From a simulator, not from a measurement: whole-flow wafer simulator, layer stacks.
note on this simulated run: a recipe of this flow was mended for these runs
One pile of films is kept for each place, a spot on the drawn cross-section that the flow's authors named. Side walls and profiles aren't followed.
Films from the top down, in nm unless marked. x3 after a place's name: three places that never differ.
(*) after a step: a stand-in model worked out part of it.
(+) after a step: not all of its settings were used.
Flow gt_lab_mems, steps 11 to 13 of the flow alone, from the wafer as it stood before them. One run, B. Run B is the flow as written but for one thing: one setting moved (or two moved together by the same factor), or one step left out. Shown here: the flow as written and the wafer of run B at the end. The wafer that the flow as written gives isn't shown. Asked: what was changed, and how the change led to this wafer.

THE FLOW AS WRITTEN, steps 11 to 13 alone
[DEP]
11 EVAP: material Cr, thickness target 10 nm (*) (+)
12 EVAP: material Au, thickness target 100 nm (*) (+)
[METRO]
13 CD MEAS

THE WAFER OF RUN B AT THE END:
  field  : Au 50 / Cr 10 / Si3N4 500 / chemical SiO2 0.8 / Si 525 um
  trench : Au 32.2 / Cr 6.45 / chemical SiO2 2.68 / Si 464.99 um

The cause: step 12, EVAP: thickness target 50 nm was run, where the flow has thickness target 100 nm.
It can be read off the wafer: field has Au 50, and step 12 as written asks for 100 nm.

How the change led to this, step by step:
  12 EVAP: material Au, thickness target 100 nm (*) (+)
      field: Au +50 (new film) (as written it would be: Au +100 (new film))
      trench: Au +32.2 (new film) (as written it would be: Au +64.1 (new film))
